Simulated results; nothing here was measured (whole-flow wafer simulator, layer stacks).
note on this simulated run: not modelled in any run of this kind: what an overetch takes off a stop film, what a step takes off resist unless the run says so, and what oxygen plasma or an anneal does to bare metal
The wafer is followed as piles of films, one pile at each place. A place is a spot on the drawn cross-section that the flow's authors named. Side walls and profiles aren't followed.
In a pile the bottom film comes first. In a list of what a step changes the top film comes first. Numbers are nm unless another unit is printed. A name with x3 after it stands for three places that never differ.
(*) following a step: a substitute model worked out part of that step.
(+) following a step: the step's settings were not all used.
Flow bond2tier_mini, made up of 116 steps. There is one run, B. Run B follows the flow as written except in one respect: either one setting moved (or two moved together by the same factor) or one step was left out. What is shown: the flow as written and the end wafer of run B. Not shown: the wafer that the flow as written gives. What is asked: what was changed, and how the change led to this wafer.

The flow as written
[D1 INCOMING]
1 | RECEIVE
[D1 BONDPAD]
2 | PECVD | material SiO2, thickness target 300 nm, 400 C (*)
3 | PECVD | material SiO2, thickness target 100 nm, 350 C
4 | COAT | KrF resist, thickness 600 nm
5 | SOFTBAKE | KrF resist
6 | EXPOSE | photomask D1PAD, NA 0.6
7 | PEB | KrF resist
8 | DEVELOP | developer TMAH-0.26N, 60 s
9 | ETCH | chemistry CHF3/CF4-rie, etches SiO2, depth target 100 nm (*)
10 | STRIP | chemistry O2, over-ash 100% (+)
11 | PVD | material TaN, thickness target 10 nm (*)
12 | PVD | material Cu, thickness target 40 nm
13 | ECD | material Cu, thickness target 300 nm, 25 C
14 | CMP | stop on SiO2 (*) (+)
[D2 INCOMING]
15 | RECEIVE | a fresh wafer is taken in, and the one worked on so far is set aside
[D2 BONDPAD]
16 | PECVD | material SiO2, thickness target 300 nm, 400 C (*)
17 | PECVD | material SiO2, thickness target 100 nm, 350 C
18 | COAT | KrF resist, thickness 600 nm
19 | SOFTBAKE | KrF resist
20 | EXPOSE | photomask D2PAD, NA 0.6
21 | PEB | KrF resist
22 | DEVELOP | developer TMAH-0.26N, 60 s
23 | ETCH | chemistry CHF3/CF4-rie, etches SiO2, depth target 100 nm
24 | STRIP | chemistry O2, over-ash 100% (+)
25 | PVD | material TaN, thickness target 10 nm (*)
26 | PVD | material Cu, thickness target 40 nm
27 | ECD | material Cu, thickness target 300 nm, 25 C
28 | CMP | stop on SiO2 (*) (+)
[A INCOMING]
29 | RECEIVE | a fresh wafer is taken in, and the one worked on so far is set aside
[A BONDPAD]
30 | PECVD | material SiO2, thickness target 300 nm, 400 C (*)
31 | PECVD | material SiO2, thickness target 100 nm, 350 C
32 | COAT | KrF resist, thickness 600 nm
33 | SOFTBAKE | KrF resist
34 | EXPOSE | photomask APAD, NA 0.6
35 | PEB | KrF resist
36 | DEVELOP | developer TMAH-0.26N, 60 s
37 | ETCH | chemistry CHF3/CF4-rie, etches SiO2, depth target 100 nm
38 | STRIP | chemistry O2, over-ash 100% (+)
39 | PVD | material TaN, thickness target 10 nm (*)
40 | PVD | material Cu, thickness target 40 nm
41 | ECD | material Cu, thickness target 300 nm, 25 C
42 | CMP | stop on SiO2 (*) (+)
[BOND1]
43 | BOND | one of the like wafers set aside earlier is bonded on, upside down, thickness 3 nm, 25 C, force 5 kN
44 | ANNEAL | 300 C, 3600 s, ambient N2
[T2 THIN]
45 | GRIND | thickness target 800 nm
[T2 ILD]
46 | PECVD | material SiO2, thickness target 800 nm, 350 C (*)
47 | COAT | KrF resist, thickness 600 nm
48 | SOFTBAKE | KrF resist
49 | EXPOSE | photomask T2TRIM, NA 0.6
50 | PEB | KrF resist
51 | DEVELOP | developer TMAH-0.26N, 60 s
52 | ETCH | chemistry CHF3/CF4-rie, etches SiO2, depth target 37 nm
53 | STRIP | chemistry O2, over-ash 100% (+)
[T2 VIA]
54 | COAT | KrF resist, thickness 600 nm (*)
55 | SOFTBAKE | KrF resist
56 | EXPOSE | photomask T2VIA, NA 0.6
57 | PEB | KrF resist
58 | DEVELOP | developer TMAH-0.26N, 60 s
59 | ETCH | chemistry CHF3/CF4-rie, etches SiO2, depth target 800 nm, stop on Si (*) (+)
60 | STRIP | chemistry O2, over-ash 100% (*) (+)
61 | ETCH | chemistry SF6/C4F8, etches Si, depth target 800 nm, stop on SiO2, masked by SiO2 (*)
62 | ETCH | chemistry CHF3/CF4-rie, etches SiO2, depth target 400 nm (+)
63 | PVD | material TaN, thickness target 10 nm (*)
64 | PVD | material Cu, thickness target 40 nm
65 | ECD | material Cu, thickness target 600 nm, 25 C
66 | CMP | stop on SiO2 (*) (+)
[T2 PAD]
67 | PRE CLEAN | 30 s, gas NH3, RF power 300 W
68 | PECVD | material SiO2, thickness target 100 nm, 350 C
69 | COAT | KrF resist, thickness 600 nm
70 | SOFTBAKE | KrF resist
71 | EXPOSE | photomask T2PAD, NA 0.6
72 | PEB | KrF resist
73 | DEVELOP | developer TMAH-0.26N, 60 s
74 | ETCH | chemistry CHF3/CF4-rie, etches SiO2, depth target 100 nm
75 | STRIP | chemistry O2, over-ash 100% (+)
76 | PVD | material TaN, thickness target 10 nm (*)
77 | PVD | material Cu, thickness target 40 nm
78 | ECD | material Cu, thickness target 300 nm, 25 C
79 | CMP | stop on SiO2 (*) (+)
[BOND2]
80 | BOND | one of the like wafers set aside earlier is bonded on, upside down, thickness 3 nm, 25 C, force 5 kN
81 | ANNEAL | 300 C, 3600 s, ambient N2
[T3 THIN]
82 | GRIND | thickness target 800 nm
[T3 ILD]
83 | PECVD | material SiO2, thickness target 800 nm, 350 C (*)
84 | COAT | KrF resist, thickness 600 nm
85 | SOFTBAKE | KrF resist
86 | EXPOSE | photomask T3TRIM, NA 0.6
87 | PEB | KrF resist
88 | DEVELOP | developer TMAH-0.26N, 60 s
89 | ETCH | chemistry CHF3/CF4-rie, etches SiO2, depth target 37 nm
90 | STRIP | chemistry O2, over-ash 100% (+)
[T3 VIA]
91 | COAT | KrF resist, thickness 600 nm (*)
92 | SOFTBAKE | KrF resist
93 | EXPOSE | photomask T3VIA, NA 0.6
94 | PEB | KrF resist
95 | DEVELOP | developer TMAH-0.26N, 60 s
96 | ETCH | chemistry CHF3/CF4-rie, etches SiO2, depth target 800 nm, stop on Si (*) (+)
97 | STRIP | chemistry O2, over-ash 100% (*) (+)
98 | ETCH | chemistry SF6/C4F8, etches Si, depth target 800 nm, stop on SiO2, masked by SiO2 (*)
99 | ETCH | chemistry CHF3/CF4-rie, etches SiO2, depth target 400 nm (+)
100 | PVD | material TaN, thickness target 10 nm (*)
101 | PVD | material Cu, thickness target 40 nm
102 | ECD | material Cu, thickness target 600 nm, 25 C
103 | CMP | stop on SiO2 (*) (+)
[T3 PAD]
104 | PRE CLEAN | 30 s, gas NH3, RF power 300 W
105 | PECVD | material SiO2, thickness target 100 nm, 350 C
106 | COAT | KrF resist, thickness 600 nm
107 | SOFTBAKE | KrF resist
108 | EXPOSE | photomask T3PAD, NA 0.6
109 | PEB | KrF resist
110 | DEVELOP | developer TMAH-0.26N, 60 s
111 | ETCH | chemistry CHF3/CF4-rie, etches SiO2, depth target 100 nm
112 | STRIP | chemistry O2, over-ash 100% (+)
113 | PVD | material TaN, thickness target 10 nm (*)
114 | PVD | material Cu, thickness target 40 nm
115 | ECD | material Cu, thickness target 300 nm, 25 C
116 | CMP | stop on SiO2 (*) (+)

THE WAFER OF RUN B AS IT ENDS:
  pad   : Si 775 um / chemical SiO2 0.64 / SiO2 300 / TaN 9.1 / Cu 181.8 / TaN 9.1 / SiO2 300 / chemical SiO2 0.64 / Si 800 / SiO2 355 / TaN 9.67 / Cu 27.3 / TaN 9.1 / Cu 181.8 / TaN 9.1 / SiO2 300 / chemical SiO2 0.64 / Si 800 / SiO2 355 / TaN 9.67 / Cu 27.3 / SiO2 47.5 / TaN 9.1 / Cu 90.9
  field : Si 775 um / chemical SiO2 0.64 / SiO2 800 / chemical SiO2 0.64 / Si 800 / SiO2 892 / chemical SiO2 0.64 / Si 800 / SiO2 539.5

The reason: step 105, PECVD: thickness target 147.5 nm was run, whereas the flow has thickness target 100 nm.

How this came from the change, step by step:
  105 | PECVD | material SiO2, thickness target 100 nm, 350 C
      field: +147.5 SiO2 (it would be, as written: +100 SiO2)
      pad: +147.5 SiO2 (new film) (it would be, as written: +100 SiO2 (new film))
  111 | ETCH | chemistry CHF3/CF4-rie, etches SiO2, depth target 100 nm
      pad: -100 SiO2 (it would be, as written: -100 SiO2 (all of it))
Taking metal films that touch as one body, pad has 4 bodies (between them, from the top down: SiO2 47.5; SiO2 355 / Si 800 / chemical SiO2 0.64 / SiO2 300; SiO2 355 / Si 800 / chemical SiO2 0.64 / SiO2 300); the flow as written gives 3 bodies (between them, from the top down: SiO2 355 / Si 800 / chemical SiO2 0.64 / SiO2 300; SiO2 355 / Si 800 / chemical SiO2 0.64 / SiO2 300).
